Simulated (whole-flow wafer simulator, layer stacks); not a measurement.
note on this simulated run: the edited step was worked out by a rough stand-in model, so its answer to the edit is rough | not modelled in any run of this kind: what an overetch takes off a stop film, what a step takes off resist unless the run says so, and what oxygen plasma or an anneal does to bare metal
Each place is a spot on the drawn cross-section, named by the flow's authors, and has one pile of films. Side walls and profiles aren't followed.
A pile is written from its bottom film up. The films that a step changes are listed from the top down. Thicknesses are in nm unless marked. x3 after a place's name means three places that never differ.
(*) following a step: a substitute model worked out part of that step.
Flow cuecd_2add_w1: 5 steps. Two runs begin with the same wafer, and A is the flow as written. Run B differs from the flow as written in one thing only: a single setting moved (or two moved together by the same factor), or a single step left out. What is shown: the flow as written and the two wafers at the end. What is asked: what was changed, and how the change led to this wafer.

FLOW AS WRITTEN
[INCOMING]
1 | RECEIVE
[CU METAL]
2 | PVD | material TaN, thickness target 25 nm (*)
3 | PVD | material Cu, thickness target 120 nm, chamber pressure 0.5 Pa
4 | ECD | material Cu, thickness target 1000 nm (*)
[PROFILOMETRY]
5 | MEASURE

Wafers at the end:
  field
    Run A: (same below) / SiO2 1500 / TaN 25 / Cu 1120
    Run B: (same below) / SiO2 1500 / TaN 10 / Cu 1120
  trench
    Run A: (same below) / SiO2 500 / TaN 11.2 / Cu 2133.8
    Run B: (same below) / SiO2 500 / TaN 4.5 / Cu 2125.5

What caused this: step 2, PVD: thickness target 10 nm was run, though the flow has thickness target 25 nm.
One can read it off the wafer: field has TaN 10, and step 2 as written asks for 25 nm.

How this came from the change, step by step:
  2 | PVD | material TaN, thickness target 25 nm (*)
      field: A +25 TaN (new film) | B +10 TaN (new film)
      trench: A +11.2 TaN (new film) | B +4.5 TaN (new film)
